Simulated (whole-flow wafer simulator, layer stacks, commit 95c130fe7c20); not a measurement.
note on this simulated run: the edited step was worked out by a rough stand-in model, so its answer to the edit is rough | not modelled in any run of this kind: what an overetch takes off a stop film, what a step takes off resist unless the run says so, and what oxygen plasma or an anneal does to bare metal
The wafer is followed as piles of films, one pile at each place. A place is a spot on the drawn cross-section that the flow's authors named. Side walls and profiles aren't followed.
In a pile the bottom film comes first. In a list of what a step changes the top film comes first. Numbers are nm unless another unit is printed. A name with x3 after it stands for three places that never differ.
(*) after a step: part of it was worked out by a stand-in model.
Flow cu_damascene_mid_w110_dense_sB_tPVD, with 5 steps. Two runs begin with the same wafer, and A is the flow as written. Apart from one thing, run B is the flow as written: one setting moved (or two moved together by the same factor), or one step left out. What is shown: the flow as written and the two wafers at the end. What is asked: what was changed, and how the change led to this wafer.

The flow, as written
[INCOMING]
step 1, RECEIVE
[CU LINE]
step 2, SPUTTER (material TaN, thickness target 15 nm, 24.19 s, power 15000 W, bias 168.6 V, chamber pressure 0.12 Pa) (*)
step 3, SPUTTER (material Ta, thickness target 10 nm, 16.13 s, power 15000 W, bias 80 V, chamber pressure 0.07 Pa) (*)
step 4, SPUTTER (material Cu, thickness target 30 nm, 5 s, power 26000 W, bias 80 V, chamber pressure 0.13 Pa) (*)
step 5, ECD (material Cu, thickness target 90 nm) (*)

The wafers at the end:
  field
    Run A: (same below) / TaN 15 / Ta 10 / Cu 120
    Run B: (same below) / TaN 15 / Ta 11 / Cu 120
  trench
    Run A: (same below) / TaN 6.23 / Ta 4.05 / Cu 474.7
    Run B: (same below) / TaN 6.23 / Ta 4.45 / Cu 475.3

What caused this: step 3, SPUTTER: 17.74 s was run, while the flow as written has 16.13 s.

How this came from the change, step by step:
  step 3, SPUTTER (material Ta, thickness target 10 nm, 16.13 s, power 15000 W, bias 80 V, chamber pressure 0.07 Pa) (*)
      field: A Ta gains 10 (new film) | B Ta gains 11 (new film)
